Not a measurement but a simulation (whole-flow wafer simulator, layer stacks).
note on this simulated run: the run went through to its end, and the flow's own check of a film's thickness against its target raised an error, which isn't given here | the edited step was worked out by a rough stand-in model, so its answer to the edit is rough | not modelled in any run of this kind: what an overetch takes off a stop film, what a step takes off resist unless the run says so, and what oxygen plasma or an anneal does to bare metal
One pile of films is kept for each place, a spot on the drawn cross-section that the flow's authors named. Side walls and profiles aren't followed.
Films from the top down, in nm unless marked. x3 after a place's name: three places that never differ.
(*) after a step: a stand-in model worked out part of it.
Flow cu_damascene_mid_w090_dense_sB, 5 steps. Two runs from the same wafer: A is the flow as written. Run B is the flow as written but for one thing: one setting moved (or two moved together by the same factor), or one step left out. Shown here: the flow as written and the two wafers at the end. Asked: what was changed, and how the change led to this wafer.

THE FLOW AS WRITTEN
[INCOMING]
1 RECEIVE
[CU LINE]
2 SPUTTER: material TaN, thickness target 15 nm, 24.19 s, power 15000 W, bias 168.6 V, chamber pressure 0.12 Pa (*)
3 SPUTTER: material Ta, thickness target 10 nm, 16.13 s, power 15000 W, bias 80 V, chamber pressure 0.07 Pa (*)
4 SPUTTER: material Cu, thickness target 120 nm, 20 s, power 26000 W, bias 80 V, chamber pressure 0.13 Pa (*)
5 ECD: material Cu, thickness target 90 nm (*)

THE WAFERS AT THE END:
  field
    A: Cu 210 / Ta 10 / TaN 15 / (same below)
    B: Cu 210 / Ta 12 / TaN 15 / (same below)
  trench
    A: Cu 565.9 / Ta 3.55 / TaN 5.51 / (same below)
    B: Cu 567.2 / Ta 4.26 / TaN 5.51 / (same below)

The cause: step 3, SPUTTER: thickness target 12 nm was run, where the flow has thickness target 10 nm; step 3, SPUTTER: 19.36 s was run, where the flow has 16.13 s.
It can be read off the wafer: field has Ta 12, and step 3 as written asks for 10 nm.

How the change led to this, step by step:
  3 SPUTTER: material Ta, thickness target 10 nm, 16.13 s, power 15000 W, bias 80 V, chamber pressure 0.07 Pa (*)
      field: A Ta +10 (new film) | B Ta +12 (new film)
      trench: A Ta +3.55 (new film) | B Ta +4.26 (new film)
